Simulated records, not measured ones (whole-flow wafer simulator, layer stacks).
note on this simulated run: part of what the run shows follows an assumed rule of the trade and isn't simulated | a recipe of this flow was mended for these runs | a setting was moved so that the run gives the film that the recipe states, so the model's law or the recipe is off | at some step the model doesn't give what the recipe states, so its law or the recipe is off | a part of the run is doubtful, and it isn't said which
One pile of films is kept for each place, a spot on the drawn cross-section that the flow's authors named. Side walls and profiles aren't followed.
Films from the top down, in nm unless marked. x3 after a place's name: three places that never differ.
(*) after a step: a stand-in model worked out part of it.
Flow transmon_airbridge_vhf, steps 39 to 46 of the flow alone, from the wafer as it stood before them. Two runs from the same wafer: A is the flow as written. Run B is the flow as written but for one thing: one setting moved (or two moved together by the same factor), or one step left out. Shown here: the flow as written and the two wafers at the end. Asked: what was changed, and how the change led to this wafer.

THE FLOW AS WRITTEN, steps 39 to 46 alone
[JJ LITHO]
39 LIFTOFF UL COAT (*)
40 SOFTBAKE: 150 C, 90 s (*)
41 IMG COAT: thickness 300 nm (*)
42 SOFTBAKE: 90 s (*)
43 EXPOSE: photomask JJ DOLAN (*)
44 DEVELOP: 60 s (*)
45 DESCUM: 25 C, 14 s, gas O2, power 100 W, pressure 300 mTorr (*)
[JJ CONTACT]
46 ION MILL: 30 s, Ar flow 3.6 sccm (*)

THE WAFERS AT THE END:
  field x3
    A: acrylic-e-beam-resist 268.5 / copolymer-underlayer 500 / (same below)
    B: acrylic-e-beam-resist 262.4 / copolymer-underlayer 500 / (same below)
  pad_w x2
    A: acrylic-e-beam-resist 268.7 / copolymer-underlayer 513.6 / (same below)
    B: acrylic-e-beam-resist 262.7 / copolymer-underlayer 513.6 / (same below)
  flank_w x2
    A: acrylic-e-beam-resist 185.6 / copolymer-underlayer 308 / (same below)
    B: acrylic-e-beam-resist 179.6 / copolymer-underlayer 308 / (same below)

The cause: step 46, ION MILL: 40.8 s was run, where the flow has 30 s.

How the change led to this, step by step:
  46 ION MILL: 30 s, Ar flow 3.6 sccm (*)
      field x3, ground_far x3, pad_w x2, flank_w x2, gap_w x2, cpw_trace, margin_s x2, bridge_strip: A acrylic-e-beam-resist -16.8 | B acrylic-e-beam-resist -22.8
      jj_line: A Si -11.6 | B Si -15.8
